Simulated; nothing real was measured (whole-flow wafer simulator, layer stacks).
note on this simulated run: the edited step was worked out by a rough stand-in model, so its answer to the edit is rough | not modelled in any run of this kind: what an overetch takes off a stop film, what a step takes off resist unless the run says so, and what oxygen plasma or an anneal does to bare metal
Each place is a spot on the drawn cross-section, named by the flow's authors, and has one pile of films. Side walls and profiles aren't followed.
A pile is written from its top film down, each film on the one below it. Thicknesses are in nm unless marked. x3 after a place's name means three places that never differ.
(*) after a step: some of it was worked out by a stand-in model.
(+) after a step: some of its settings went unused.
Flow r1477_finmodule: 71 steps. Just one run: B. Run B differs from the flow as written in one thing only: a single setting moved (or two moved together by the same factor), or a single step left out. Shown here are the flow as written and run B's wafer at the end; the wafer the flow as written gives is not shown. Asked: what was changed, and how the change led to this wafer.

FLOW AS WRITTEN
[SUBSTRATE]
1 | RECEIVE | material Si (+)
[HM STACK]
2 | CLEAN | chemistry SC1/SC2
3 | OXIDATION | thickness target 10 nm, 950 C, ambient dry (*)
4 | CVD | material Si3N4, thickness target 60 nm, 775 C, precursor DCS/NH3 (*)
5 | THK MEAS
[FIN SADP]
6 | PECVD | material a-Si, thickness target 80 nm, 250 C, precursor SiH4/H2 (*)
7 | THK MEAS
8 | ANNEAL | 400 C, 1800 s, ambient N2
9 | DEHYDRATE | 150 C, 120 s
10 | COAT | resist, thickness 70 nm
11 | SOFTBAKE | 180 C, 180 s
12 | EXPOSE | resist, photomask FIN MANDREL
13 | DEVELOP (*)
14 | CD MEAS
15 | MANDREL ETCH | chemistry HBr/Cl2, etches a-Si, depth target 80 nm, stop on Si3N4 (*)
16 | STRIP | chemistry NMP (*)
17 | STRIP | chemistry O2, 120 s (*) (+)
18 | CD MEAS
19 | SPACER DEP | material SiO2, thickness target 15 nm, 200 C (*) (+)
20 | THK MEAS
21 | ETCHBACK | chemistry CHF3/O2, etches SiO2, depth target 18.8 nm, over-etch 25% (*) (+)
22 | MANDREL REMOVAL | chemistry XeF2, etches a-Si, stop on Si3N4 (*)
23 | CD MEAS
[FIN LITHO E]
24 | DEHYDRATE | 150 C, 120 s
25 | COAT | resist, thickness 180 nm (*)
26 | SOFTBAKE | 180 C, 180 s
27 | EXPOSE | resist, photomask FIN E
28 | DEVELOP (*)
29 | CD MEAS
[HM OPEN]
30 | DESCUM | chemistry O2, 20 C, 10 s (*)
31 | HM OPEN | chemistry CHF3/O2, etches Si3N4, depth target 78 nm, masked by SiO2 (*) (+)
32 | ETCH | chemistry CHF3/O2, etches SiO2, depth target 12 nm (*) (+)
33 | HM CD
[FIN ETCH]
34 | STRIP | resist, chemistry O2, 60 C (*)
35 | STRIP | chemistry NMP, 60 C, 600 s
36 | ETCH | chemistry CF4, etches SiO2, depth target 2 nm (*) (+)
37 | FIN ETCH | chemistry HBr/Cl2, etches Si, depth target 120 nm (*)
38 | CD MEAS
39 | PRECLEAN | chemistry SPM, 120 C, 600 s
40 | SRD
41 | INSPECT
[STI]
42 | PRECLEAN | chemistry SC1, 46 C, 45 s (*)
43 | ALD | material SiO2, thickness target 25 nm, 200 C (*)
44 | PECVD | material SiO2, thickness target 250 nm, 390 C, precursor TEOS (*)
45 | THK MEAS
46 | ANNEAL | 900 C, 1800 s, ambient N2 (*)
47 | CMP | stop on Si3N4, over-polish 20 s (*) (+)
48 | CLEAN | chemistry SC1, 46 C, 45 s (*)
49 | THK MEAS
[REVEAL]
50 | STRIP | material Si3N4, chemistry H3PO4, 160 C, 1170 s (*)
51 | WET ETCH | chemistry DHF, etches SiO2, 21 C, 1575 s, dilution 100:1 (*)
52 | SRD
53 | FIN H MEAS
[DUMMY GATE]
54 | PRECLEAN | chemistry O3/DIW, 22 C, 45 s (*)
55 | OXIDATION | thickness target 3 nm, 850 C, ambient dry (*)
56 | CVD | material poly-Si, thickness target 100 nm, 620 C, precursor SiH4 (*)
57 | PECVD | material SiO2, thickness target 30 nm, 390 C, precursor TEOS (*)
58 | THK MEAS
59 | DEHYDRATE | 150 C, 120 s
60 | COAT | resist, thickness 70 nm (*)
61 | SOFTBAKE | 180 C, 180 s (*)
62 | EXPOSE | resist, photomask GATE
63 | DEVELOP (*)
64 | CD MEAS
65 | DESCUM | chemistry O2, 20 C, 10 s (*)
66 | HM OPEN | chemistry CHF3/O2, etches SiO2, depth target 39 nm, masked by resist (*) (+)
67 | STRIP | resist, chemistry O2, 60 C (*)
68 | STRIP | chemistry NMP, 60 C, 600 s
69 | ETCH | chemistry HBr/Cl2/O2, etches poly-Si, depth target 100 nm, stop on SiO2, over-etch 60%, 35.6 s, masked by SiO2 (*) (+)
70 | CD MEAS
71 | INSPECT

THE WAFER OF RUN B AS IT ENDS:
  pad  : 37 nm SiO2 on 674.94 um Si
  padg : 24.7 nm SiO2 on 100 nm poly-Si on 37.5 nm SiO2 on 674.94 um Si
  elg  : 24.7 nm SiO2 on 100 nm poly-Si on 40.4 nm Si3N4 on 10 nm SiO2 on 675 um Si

Cause: step 37, FIN ETCH: depth target 54 nm was run, whereas the flow has depth target 120 nm.

The path from the change to this, step by step:
  37 | FIN ETCH | chemistry HBr/Cl2, etches Si, depth target 120 nm (*)
      pad, padg, esg and 19 more: -54 Si (in the flow as written it would be: -120 Si)
      elg, e40lg, e100lg, e200lg, elo, e40lo, e100lo, e200lo: -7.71 Si3N4 (in the flow as written it would be: -17.1 Si3N4)
      (as well as at 6 more places)
  43 | ALD | material SiO2, thickness target 25 nm, 200 C (*)
      s40cg, s45cg, s50cg, s40co, s45co, s50co: +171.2 SiO2 (new film) (in the flow as written it would be: +232.1 SiO2 (new film))
      esg: +137.7 SiO2 (new film) (in the flow as written it would be: +194.3 SiO2 (new film))
  47 | CMP | stop on Si3N4, over-polish 20 s (*) (+)
      pad, padg, e40sg and 11 more: -137.8 SiO2 (in the flow as written it would be: -71.8 SiO2)
      elg, esg, e40lg and 6 more: -251 SiO2 (in the flow as written it would be: -241.6 SiO2)
      (as well as at 1 more place)
  51 | WET ETCH | chemistry DHF, etches SiO2, 21 C, 1575 s, dilution 100:1 (*)
      elg, e40lg, e100lg, e200lg, elo, e40lo, e100lo, e200lo: -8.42 SiO2 (all of it), -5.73 Si3N4 (in the flow as written it would be: -17.8 SiO2 (all of it), -4.97 Si3N4)
  56 | CVD | material poly-Si, thickness target 100 nm, 620 C, precursor SiH4 (*)
      esg: +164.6 poly-Si (new film) (in the flow as written it would be: +156 poly-Si (new film))
  60 | COAT | resist, thickness 70 nm (*)
      e40sg, eso, e40so: +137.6 resist (new film) (in the flow as written it would be: +129.5 resist (new film))
      e100sg, e100so: +137.5 resist (new film) (in the flow as written it would be: +129.4 resist (new film))
      (as well as at 2 more places)
  63 | DEVELOP (*)
      eso, e40so: -137.6 resist (all of it) (in the flow as written it would be: -129.5 resist (all of it))
      e100so: -137.5 resist (all of it) (in the flow as written it would be: -129.4 resist (all of it))
      (as well as at 1 more place)
  67 | STRIP | resist, chemistry O2, 60 C (*)
      e40sg: -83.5 resist (all of it) (in the flow as written it would be: -75.4 resist (all of it))
      e100sg: -83.4 resist (all of it) (in the flow as written it would be: -75.3 resist (all of it))
      (as well as at 1 more place)
